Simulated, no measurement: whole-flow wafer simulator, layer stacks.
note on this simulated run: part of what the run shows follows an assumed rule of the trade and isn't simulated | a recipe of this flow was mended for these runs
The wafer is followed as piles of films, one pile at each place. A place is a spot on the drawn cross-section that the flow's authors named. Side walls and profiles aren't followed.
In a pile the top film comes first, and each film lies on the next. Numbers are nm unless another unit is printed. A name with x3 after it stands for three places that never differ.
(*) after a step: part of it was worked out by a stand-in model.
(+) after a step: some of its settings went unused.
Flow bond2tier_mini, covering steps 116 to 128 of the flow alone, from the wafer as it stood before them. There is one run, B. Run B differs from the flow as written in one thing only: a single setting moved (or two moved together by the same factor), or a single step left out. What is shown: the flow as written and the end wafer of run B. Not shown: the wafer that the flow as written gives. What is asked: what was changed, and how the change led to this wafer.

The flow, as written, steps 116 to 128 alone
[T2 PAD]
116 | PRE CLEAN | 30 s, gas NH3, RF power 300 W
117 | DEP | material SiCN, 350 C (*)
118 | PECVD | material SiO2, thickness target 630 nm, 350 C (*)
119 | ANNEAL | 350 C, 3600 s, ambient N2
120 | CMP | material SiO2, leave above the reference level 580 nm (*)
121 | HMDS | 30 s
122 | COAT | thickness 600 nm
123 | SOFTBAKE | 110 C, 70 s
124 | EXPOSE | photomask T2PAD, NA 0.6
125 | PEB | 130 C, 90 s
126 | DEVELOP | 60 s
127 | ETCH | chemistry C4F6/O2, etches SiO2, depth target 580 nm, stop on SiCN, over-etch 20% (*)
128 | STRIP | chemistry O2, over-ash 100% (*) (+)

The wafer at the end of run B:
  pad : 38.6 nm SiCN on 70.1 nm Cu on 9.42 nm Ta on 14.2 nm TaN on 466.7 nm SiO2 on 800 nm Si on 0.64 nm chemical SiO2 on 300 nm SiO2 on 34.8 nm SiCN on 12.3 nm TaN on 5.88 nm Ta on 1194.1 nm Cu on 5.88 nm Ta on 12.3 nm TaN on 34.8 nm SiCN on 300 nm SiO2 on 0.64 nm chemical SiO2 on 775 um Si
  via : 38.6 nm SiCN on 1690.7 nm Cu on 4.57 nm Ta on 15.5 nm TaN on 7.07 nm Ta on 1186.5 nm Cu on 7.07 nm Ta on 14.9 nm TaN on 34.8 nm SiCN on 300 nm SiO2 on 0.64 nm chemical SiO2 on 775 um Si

The reason: step 127, ETCH: depth target 539.9 nm was run, while the flow as written has depth target 580 nm.

How this came from the change, step by step:
  127 | ETCH | chemistry C4F6/O2, etches SiO2, depth target 580 nm, stop on SiCN, over-etch 20% (*)
      pad, via: SiO2 loses 580 (all of it), SiCN loses 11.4 (as written it would have been: SiO2 loses 580 (all of it), SiCN loses 19.6)
      field: thick-KrF-resist loses 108 (as written it would have been: thick-KrF-resist loses 116)
